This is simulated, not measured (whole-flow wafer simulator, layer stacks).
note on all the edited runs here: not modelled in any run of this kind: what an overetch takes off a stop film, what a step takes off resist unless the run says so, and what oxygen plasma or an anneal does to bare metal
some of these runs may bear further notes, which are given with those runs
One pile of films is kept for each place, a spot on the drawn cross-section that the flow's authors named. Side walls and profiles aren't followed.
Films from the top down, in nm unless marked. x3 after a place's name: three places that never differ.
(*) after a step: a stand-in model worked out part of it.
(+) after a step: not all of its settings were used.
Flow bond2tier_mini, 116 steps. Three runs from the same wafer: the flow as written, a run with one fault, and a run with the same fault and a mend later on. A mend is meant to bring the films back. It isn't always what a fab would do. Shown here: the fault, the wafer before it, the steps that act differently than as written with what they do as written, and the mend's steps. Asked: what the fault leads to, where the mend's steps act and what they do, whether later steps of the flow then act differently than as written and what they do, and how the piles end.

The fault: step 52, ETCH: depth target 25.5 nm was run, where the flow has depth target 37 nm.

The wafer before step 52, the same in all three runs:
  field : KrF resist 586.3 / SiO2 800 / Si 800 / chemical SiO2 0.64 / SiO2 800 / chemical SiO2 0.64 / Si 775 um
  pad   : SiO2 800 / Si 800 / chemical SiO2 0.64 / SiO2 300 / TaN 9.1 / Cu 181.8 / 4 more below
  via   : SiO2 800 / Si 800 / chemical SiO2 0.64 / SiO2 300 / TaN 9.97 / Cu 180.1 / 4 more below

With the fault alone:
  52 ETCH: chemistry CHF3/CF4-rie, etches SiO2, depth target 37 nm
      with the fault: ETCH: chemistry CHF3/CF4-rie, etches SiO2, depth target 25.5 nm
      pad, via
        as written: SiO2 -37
        with the fault: SiO2 -25.5
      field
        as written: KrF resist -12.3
        with the fault: KrF resist -8.5
  No later step of the flow acts differently than as written, at any place that is followed, by more than 2% or 0.5 nm, whichever is larger.
  At the end the piles differ from the flow's by more than 2% or 0.5 nm, whichever is larger, at pad.
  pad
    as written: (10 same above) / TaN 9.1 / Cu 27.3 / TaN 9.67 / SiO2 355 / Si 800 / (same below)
    with the fault: (10 same above) / TaN 9.1 / Cu 15.7 / TaN 9.77 / SiO2 366.5 / Si 800 / (same below)

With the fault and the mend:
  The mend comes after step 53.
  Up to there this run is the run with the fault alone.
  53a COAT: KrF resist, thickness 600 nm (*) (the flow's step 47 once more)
      field
        KrF resist +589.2 (new film)
      pad
        KrF resist +611.3 (new film)
      via
        KrF resist +609.9 (new film)
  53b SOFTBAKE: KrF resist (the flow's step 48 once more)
      changes no film at any place that is followed
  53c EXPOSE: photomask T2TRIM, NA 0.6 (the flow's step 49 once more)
      changes no film at any place that is followed
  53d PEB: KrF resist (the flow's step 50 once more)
      changes no film at any place that is followed
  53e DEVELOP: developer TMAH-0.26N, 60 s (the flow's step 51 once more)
      field
        KrF resist -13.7
      pad
        KrF resist -611.3 (all of it)
      via
        KrF resist -609.9 (all of it)
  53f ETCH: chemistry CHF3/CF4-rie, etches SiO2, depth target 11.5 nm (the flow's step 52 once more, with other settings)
      pad, via
        SiO2 -11.5
      field
        KrF resist -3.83
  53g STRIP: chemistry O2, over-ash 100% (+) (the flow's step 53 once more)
      field
        KrF resist -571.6 (all of it)
  No later step of the flow acts differently than as written at any place that is followed.
  At the end the piles are the same as the flow's at every place that both follow.
